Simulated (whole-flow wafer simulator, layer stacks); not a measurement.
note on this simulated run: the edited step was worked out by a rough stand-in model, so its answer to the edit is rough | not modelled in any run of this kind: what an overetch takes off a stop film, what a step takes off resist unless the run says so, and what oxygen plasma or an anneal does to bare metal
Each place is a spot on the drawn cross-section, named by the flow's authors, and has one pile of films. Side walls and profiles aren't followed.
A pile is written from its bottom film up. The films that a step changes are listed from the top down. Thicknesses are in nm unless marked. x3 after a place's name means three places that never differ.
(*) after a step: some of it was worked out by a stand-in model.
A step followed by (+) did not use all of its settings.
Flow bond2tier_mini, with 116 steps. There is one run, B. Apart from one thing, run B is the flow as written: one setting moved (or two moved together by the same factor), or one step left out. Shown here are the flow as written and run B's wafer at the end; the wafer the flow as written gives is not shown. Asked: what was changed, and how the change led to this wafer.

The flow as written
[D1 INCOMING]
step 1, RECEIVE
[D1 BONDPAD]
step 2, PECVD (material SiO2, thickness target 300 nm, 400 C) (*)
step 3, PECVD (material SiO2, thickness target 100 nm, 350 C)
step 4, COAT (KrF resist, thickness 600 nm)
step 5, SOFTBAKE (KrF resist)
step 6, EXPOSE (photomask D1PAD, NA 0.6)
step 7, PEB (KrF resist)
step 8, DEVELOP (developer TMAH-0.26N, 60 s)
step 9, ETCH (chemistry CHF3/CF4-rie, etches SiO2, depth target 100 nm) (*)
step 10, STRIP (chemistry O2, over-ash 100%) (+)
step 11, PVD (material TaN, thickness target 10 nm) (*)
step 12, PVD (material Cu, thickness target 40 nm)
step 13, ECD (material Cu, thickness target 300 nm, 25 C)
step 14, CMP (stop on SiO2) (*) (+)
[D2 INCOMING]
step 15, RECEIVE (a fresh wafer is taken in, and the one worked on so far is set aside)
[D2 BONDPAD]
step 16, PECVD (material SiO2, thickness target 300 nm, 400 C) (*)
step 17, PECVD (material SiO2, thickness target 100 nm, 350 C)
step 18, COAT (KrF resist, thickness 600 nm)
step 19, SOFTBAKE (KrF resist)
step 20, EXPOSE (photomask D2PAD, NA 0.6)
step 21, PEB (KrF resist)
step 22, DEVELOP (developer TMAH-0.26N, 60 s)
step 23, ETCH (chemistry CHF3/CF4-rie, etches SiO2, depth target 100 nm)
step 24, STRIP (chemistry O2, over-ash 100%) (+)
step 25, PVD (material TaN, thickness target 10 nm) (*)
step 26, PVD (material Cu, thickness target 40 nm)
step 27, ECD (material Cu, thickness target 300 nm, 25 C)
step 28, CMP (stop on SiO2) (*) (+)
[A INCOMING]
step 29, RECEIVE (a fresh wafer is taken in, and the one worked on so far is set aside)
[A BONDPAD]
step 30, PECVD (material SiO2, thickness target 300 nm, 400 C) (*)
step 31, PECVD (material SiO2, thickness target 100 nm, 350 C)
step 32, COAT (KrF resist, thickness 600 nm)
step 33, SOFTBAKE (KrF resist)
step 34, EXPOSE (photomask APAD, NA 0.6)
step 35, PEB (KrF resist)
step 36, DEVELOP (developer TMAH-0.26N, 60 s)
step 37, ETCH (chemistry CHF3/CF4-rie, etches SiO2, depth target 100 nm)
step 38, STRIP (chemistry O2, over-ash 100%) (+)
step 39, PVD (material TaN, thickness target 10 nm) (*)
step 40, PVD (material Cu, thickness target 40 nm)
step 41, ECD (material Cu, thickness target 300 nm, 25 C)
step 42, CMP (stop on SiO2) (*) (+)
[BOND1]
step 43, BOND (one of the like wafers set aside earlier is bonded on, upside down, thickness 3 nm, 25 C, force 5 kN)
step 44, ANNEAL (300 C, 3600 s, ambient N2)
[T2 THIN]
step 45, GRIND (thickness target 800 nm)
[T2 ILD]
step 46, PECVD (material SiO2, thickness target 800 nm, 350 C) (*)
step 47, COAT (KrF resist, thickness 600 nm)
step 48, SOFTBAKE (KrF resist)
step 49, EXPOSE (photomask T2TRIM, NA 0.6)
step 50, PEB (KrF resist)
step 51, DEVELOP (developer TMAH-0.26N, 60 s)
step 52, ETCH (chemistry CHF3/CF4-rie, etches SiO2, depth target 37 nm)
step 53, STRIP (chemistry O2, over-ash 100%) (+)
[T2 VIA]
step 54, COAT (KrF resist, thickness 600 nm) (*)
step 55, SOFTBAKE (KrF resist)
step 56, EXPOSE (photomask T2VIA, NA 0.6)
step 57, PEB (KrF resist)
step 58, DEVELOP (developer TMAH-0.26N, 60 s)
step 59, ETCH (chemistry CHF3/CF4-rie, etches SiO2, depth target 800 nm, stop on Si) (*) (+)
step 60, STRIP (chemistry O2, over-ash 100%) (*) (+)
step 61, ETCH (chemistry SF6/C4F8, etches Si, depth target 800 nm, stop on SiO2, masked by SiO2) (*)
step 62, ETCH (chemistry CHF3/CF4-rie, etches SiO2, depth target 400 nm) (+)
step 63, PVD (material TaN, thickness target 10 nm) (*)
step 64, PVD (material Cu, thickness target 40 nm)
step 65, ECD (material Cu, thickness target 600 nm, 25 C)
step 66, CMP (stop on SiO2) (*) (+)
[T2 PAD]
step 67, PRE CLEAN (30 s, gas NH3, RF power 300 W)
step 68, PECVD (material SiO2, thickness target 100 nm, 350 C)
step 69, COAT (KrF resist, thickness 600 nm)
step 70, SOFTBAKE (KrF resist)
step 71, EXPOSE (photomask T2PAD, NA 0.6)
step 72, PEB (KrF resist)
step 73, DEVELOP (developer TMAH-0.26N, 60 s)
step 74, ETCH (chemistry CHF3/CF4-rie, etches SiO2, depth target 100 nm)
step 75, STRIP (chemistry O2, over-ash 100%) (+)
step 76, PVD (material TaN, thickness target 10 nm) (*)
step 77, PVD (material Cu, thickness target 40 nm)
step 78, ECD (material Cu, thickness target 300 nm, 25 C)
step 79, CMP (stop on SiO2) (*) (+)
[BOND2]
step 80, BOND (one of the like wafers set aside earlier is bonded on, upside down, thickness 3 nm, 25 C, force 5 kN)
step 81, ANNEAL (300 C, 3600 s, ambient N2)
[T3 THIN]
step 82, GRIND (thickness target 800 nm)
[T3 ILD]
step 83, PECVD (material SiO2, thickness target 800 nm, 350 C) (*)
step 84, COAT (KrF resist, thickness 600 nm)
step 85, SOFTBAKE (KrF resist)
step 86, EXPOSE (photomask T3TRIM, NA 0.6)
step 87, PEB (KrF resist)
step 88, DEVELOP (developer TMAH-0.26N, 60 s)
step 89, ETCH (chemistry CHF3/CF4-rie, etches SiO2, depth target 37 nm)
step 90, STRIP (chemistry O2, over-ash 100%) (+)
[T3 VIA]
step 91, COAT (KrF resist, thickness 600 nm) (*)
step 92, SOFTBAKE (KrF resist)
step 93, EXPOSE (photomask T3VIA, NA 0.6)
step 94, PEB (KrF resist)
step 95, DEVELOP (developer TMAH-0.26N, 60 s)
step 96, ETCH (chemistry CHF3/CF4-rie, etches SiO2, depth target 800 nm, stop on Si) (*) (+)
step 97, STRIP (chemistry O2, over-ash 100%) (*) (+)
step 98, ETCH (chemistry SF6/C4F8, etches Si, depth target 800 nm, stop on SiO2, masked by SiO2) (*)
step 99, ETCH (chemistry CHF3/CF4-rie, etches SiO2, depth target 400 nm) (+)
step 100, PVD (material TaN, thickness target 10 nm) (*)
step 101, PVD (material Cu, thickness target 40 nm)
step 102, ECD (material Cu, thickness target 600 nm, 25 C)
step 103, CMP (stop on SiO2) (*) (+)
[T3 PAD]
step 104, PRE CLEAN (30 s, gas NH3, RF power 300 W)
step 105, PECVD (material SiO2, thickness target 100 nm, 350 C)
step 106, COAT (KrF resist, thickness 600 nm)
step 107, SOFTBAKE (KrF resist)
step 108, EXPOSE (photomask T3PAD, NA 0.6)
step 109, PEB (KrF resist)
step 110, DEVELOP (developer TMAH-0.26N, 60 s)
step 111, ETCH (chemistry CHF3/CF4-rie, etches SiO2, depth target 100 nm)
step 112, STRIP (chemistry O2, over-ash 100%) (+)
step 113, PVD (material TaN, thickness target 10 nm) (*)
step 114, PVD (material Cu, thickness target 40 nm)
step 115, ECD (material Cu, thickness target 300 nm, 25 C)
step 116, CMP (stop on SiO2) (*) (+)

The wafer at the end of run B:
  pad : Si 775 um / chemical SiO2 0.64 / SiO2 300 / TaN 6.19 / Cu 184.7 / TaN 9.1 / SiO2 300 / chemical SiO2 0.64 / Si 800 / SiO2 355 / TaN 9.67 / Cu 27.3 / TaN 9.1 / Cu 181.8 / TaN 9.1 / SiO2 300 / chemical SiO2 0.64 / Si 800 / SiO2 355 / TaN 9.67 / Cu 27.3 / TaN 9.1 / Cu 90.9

The reason: step 39, PVD: thickness target 6.8 nm was run, while the flow as written has thickness target 10 nm.

The path from the change to this, step by step:
  step 39, PVD (material TaN, thickness target 10 nm) (*)
      field: TaN gains 6.8 (new film) (in the flow as written it would be: TaN gains 10 (new film))
      pad: TaN gains 6.19 (new film) (in the flow as written it would be: TaN gains 9.1 (new film))
      (as well as at 1 more place)
  step 42, CMP (stop on SiO2) (*) (+)
      field: Cu loses 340 (all of it), TaN loses 6.8 (all of it) (in the flow as written it would be: Cu loses 340 (all of it), TaN loses 10 (all of it))
